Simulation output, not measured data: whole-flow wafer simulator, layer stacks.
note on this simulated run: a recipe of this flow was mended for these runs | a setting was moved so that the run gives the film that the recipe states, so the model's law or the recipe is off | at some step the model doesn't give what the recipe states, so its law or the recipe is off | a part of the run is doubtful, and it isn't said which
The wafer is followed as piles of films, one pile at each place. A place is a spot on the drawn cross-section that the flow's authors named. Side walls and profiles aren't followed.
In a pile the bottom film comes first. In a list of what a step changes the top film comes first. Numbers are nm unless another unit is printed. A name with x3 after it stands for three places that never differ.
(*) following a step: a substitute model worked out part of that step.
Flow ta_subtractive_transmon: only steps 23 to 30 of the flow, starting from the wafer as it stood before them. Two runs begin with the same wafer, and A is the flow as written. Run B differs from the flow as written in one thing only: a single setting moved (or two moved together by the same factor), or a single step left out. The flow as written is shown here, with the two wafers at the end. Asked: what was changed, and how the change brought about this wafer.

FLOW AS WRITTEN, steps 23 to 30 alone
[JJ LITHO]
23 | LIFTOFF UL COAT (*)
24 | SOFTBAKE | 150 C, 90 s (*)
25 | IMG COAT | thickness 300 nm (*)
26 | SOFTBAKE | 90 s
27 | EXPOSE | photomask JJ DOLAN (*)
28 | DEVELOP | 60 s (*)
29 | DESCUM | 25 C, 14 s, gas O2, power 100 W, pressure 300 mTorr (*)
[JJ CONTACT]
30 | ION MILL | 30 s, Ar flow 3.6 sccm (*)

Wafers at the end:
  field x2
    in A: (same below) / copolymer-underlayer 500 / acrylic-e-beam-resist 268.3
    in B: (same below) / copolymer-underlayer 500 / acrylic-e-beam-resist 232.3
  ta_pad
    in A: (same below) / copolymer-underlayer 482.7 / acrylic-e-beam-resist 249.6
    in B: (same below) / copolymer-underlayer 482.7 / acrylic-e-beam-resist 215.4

The reason: step 25, IMG COAT: thickness 264 nm was run, while the flow as written has thickness 300 nm.

The path from the change to this, step by step:
  25 | IMG COAT | thickness 300 nm (*)
      field x2, jj_line: A +300 acrylic-e-beam-resist (new film) | B +264 acrylic-e-beam-resist (new film)
      lead: A +312.5 acrylic-e-beam-resist (new film) | B +275.5 acrylic-e-beam-resist (new film)
      (as well as at 2 more places)
  28 | DEVELOP | 60 s (*)
      jj_line: A -300 acrylic-e-beam-resist (all of it), -500 copolymer-underlayer (all of it) | B -264 acrylic-e-beam-resist (all of it), -500 copolymer-underlayer (all of it)
      lead: A -312.5 acrylic-e-beam-resist (all of it), -554.7 copolymer-underlayer (all of it) | B -275.5 acrylic-e-beam-resist (all of it), -554.7 copolymer-underlayer (all of it)
      (as well as at 1 more place)
